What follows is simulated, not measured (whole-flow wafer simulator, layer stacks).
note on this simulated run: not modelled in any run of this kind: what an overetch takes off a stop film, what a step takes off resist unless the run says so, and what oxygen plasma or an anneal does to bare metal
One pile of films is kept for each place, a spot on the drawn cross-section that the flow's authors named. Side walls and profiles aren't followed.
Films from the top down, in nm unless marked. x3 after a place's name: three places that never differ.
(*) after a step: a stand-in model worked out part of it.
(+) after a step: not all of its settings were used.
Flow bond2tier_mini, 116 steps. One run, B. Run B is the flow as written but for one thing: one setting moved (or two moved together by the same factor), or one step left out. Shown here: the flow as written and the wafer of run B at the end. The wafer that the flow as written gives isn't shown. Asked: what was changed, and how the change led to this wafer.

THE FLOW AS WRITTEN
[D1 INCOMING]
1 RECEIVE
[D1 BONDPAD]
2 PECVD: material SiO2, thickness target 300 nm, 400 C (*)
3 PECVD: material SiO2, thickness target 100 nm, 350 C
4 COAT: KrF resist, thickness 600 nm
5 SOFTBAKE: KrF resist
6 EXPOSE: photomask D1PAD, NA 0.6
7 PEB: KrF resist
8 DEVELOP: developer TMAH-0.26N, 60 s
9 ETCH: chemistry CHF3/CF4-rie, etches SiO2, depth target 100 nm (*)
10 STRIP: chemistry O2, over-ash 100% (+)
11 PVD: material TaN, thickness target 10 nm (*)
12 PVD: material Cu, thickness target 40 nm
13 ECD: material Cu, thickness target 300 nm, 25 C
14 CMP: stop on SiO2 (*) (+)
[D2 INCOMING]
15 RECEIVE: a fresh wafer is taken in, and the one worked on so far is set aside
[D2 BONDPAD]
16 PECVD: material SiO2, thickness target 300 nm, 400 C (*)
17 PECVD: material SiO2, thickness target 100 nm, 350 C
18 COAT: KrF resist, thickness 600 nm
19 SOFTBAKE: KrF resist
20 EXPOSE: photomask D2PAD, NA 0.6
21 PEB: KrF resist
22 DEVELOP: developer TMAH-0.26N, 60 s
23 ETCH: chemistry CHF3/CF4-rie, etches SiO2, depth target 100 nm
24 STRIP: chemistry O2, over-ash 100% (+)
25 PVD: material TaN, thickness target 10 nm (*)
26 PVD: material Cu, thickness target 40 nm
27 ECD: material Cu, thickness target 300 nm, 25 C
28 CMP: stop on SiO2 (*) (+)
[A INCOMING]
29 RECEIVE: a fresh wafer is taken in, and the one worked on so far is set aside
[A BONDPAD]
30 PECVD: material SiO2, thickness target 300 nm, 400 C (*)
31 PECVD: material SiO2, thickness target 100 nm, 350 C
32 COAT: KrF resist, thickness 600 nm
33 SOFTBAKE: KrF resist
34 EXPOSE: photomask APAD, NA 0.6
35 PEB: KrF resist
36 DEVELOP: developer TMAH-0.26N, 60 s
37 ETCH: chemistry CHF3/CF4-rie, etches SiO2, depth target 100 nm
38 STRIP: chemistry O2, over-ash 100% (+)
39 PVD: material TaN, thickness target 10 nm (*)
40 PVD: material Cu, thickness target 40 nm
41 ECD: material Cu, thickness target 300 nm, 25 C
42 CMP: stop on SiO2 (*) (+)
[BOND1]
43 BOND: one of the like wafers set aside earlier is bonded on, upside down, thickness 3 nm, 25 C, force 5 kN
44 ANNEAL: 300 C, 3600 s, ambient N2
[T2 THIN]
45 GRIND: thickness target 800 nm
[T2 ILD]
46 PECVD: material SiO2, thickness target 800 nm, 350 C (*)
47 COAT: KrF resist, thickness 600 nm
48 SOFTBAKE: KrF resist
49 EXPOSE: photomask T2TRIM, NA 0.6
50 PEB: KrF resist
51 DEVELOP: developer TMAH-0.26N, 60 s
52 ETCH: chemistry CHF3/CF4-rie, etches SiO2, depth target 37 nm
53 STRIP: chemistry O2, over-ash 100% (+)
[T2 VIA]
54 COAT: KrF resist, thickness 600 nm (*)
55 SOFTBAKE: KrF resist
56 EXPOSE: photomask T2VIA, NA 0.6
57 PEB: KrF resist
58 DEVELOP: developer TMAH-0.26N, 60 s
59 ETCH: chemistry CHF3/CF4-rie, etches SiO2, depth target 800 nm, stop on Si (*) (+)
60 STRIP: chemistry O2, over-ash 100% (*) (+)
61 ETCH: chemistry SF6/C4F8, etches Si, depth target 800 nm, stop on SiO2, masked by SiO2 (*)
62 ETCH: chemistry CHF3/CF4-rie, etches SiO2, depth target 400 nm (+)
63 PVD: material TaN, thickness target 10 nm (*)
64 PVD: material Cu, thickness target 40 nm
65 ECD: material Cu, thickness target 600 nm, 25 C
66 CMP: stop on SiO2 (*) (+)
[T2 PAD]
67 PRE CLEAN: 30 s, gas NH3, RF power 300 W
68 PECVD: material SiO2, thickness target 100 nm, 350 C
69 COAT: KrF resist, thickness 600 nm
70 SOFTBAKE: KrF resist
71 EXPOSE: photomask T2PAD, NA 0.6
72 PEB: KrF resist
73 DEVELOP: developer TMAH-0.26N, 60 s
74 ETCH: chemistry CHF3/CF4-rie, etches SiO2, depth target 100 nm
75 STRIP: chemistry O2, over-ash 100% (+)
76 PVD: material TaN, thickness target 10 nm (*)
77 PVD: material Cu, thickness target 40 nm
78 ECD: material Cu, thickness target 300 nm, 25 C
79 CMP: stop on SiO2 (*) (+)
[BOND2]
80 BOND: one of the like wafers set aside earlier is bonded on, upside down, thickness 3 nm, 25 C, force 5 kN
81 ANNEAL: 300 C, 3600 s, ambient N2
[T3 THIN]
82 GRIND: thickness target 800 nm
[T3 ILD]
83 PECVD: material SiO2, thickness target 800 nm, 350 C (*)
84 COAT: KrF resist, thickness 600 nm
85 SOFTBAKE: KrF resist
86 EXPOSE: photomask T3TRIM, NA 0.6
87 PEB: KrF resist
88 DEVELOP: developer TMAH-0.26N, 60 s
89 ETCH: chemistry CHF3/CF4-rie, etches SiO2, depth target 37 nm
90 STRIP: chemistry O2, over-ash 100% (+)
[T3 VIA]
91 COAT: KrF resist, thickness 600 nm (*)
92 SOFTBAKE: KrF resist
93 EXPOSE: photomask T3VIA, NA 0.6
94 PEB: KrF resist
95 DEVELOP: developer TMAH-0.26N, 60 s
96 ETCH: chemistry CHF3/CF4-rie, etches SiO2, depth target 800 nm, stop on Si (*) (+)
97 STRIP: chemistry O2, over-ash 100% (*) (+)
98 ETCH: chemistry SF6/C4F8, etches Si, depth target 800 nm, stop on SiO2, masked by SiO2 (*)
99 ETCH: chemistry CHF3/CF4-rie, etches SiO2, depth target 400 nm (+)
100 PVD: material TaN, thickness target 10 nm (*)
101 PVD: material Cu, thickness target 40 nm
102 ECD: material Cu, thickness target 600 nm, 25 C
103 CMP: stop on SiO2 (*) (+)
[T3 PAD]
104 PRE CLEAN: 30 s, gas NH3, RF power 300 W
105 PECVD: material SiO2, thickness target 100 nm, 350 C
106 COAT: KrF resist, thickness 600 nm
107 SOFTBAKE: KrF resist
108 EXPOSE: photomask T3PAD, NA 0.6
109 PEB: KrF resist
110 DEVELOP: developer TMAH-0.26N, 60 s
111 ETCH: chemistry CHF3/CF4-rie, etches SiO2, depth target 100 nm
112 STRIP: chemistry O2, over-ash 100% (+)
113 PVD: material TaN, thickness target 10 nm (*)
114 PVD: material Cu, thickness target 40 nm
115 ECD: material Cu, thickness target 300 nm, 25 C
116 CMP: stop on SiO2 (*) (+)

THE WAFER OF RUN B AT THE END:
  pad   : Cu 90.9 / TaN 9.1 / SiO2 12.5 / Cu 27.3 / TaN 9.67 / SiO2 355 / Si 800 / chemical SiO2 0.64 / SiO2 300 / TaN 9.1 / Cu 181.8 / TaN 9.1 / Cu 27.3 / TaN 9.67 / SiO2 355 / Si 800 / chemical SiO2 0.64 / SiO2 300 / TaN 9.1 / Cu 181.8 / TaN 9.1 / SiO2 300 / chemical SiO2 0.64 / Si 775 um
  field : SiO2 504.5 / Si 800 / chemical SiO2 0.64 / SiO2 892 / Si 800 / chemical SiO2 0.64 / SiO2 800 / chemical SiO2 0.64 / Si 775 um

The cause: step 105, PECVD: thickness target 112.5 nm was run, where the flow has thickness target 100 nm.

How the change led to this, step by step:
  105 PECVD: material SiO2, thickness target 100 nm, 350 C
      field: SiO2 +112.5 (as written it would be: SiO2 +100)
      pad: SiO2 +112.5 (new film) (as written it would be: SiO2 +100 (new film))
  111 ETCH: chemistry CHF3/CF4-rie, etches SiO2, depth target 100 nm
      pad: SiO2 -100 (as written it would be: SiO2 -100 (all of it))
Counting metal films that touch as one body, pad has 4 bodies (between them, from the top down: SiO2 12.5; SiO2 355 / Si 800 / chemical SiO2 0.64 / SiO2 300; SiO2 355 / Si 800 / chemical SiO2 0.64 / SiO2 300); the flow as written gives 3 bodies (between them, from the top down: SiO2 355 / Si 800 / chemical SiO2 0.64 / SiO2 300; SiO2 355 / Si 800 / chemical SiO2 0.64 / SiO2 300).
